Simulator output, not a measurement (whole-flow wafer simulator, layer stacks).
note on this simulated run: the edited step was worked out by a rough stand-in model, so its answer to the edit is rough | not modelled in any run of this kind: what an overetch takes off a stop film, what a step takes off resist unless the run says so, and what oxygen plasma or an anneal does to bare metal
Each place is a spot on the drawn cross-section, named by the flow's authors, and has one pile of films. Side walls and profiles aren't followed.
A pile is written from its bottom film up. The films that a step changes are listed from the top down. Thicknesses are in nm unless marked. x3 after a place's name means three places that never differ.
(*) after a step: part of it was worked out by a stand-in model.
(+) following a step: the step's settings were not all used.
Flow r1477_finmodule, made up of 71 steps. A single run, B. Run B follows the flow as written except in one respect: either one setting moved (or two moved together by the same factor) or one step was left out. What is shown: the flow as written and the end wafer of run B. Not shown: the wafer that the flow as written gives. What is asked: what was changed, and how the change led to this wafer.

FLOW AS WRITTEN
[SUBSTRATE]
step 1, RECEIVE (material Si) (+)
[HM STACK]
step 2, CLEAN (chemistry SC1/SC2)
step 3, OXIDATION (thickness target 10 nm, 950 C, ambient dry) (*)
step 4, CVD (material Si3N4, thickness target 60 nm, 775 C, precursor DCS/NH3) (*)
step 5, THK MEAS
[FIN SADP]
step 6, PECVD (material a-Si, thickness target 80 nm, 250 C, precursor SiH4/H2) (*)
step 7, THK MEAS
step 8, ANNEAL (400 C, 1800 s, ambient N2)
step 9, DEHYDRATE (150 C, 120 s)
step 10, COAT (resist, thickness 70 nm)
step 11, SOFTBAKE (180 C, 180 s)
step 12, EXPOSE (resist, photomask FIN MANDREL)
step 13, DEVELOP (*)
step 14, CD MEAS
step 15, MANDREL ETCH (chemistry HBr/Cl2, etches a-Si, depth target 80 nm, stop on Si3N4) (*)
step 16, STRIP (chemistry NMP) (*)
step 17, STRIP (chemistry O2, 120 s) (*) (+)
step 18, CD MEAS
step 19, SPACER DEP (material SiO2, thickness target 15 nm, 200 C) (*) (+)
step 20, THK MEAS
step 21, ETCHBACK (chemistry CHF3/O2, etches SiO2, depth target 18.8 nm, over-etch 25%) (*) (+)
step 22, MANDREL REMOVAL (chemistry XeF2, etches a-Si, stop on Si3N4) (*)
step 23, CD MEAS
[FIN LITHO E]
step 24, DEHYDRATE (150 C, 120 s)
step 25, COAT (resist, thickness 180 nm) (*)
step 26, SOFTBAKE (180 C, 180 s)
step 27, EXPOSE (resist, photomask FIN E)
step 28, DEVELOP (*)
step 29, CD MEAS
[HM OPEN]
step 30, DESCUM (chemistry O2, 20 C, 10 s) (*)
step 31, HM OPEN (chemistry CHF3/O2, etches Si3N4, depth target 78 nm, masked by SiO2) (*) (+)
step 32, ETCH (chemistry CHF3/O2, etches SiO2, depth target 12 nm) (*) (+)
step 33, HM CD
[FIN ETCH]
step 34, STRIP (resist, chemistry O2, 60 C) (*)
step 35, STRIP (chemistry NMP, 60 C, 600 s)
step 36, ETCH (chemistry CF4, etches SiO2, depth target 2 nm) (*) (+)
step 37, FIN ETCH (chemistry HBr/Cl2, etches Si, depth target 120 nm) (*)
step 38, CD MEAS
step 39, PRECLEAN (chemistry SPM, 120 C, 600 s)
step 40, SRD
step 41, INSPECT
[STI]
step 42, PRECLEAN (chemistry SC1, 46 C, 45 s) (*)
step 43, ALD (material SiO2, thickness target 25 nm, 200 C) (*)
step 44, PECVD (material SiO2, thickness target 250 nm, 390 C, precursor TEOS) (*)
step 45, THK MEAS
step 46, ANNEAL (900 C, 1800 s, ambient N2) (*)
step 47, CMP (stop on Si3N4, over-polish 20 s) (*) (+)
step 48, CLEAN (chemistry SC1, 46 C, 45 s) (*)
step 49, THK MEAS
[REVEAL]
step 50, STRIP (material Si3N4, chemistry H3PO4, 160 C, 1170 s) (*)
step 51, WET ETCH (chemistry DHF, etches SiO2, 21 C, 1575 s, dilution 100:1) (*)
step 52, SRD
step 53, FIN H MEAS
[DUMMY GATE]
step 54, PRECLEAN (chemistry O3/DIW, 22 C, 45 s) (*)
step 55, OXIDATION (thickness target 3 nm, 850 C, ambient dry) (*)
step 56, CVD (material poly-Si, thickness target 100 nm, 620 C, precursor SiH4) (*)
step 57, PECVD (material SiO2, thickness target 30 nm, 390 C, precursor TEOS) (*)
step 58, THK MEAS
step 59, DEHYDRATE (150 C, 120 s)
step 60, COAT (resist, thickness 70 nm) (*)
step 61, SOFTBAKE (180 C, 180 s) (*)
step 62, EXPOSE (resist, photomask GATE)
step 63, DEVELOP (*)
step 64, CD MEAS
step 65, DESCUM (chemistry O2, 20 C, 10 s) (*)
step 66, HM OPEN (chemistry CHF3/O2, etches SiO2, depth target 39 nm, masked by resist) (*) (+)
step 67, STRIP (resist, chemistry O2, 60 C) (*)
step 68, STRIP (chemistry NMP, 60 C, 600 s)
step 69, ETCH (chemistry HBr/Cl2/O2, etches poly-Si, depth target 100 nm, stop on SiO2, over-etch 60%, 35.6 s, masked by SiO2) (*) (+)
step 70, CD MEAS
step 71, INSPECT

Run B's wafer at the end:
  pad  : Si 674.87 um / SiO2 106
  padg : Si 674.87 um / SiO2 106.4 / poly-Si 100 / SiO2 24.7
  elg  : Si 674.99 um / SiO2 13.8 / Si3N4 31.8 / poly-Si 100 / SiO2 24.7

Cause: step 3, OXIDATION: thickness target 13.8 nm was run, though the flow has thickness target 10 nm.
One can read it off the wafer: elg has SiO2 13.8, and step 3 as written asks for 10 nm.

Step by step, how the change led to this:
  step 3, OXIDATION (thickness target 10 nm, 950 C, ambient dry) (*)
      pad, padg, elg and 33 more: +13.8 SiO2 (new film), -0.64 chemical SiO2 (all of it), -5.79 Si (in the flow as written it would be: +10 SiO2 (new film), -0.64 chemical SiO2 (all of it), -4.12 Si)
  step 31, HM OPEN (chemistry CHF3/O2, etches Si3N4, depth target 78 nm, masked by SiO2) (*) (+)
      pad, padg, esg and 13 more: -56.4 Si3N4 (all of it), -10.8 SiO2 (in the flow as written it would be: -56.4 Si3N4 (all of it), -10 SiO2 (all of it))
  step 32, ETCH (chemistry CHF3/O2, etches SiO2, depth target 12 nm) (*) (+)
      pad, padg, e40sg and 11 more: -2.99 SiO2 (all of it), -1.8 Si (in the flow as written it would be: -2.4 Si)
      esg, eso: -2.99 SiO2 (all of it), -1.8 Si (in the flow as written it would be: -1.77 Si)
      (and at 6 other places as well)
  step 47, CMP (stop on Si3N4, over-polish 20 s) (*) (+)
      pad, padg, e40sg and 11 more: -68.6 SiO2 (in the flow as written it would be: -71.8 SiO2)
      eso: -68.6 SiO2 (in the flow as written it would be: -72.4 SiO2)
  step 51, WET ETCH (chemistry DHF, etches SiO2, 21 C, 1575 s, dilution 100:1) (*)
      s40sg_line, s45sg_line, s50sg_line, s40so_line, s45so_line, s50so_line: -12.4 SiO2 (all of it) (in the flow as written it would be: -8.63 SiO2 (all of it))
  step 56, CVD (material poly-Si, thickness target 100 nm, 620 C, precursor SiH4) (*)
      s40cg, s40co: +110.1 poly-Si (new film) (in the flow as written it would be: +113.9 poly-Si (new film))
      s45cg, s45co: +109.6 poly-Si (new film) (in the flow as written it would be: +113.4 poly-Si (new film))
      (and at 2 other places as well)
  step 60, COAT (resist, thickness 70 nm) (*)
      s40sg, s40so: +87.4 resist (new film) (in the flow as written it would be: +91 resist (new film))
      s45sg, s45so: +87.3 resist (new film) (in the flow as written it would be: +91 resist (new film))
      (and at 2 other places as well)
  step 63, DEVELOP (*)
      s40so: -87.4 resist (all of it) (in the flow as written it would be: -91 resist (all of it))
      s45so: -87.3 resist (all of it) (in the flow as written it would be: -91 resist (all of it))
      (and at 1 other place as well)
  step 67, STRIP (resist, chemistry O2, 60 C) (*)
      s40sg: -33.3 resist (all of it) (in the flow as written it would be: -36.9 resist (all of it))
      s45sg: -33.2 resist (all of it) (in the flow as written it would be: -36.9 resist (all of it))
      (and at 1 other place as well)
  step 69, ETCH (chemistry HBr/Cl2/O2, etches poly-Si, depth target 100 nm, stop on SiO2, over-etch 60%, 35.6 s, masked by SiO2) (*) (+)
      s40co: -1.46 chemical SiO2 (all of it), -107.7 poly-Si (all of it), -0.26 SiO2 (in the flow as written it would be: -1.46 chemical SiO2 (all of it), -111.5 poly-Si (all of it), -0.24 SiO2)
      s45co: -1.46 chemical SiO2 (all of it), -107.1 poly-Si (all of it), -0.26 SiO2 (in the flow as written it would be: -1.46 chemical SiO2 (all of it), -110.9 poly-Si (all of it), -0.25 SiO2)
      (and at 1 other place as well)
